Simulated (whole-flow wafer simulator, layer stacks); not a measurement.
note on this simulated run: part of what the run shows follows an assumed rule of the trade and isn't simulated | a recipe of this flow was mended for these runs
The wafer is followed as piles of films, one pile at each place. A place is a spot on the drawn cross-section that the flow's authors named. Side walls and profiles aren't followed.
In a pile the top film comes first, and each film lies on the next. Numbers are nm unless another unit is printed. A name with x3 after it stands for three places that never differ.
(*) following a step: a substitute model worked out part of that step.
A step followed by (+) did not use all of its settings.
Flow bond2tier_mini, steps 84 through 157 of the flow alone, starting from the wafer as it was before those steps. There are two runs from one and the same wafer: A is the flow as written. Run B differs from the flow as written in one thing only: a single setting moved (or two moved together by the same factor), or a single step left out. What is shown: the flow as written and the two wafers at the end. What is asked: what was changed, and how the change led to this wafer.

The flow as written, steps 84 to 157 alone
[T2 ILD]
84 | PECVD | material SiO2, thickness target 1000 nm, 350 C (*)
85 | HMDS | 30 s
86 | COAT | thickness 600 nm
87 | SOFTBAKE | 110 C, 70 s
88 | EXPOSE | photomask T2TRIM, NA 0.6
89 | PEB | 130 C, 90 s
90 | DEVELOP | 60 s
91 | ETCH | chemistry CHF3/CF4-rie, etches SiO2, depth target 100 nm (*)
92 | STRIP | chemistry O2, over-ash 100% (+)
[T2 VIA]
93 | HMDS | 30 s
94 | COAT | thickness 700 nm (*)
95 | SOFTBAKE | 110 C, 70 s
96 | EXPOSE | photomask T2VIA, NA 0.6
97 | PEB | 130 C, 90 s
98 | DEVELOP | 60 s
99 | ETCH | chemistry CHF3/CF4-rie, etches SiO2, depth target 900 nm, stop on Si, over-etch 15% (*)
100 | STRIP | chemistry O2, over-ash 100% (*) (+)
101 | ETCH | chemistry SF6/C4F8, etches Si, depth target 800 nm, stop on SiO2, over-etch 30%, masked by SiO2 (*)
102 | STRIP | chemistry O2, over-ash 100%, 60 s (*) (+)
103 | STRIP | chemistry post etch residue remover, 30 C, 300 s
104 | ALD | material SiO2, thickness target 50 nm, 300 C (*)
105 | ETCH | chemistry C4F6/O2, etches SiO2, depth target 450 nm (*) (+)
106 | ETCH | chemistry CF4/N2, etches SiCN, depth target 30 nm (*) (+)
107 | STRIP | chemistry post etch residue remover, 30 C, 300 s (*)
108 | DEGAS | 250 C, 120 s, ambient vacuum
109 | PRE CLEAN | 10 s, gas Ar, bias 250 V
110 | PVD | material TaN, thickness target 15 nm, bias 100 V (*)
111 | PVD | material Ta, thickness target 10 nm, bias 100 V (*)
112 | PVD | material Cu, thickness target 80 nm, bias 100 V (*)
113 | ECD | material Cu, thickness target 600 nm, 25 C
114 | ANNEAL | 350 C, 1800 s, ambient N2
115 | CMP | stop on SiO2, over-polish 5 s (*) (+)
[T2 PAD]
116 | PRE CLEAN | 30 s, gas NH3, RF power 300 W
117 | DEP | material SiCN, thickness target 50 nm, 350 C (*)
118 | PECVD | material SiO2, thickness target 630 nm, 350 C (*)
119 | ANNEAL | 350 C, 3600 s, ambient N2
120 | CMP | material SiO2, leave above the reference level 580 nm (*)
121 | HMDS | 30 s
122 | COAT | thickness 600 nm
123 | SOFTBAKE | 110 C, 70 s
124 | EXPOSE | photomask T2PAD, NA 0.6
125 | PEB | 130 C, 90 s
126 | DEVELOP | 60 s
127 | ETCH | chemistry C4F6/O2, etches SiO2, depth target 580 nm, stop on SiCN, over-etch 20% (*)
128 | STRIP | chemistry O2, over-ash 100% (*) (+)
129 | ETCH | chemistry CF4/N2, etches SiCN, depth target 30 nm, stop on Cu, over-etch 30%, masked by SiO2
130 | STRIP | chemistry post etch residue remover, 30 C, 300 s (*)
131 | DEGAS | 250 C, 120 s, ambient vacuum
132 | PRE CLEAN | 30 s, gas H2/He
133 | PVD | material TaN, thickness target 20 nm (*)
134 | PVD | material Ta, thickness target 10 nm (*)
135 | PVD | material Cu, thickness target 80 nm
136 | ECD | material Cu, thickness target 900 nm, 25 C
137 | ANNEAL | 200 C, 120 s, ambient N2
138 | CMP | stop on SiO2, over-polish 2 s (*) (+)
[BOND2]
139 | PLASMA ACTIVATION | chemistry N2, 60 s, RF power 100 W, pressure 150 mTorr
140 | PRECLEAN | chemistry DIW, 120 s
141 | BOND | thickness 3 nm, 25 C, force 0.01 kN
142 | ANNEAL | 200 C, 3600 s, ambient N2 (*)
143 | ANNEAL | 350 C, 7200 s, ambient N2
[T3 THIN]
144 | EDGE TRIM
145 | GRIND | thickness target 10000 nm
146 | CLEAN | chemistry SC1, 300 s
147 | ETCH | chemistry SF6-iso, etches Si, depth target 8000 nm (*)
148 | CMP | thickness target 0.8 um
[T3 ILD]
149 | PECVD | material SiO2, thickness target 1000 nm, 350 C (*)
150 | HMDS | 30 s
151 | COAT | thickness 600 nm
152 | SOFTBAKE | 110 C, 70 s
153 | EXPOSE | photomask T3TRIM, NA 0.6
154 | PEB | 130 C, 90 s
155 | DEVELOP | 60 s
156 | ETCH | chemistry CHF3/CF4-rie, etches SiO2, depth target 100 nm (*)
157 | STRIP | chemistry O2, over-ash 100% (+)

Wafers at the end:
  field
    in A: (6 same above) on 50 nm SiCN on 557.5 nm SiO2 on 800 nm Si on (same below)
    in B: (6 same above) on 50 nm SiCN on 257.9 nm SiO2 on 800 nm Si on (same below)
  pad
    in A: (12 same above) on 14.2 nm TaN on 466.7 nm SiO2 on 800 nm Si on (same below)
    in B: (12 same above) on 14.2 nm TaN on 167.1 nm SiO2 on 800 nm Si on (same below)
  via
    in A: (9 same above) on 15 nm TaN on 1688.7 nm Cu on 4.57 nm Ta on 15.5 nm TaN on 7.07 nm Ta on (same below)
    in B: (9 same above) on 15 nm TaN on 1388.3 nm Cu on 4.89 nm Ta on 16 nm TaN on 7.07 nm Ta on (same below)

What caused this: step 84, PECVD: thickness target 700 nm was run, whereas the flow has thickness target 1000 nm.

The path from the change to this, step by step:
  84 | PECVD | material SiO2, thickness target 1000 nm, 350 C (*)
      field, pad, via: A SiO2 gains 1000 (new film) | B SiO2 gains 700 (new film)
  99 | ETCH | chemistry CHF3/CF4-rie, etches SiO2, depth target 900 nm, stop on Si, over-etch 15% (*)
      field, pad: A thick-KrF-resist loses 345 | B thick-KrF-resist loses 230
      via: A SiO2 loses 900 (all of it), Si loses 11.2 | B SiO2 loses 600 (all of it), Si loses 36.2
  100 | STRIP | chemistry O2, over-ash 100% (*) (+)
      field: A thick-KrF-resist loses 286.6 (all of it) | B thick-KrF-resist loses 401.6 (all of it)
      pad: A thick-KrF-resist loses 372.9 (all of it) | B thick-KrF-resist loses 487.9 (all of it)
  101 | ETCH | chemistry SF6/C4F8, etches Si, depth target 800 nm, stop on SiO2, over-etch 30%, masked by SiO2 (*)
      via: A Si loses 788.8 (all of it), chemical SiO2 loses 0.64 (all of it), SiO2 loses 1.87 | B Si loses 763.8 (all of it), chemical SiO2 loses 0.64 (all of it), SiO2 loses 2.12
  112 | PVD | material Cu, thickness target 80 nm, bias 100 V (*)
      via: A Cu gains 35 (new film) | B Cu gains 37.6 (new film)
  113 | ECD | material Cu, thickness target 600 nm, 25 C
      via: A Cu gains 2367 | B Cu gains 2063.9
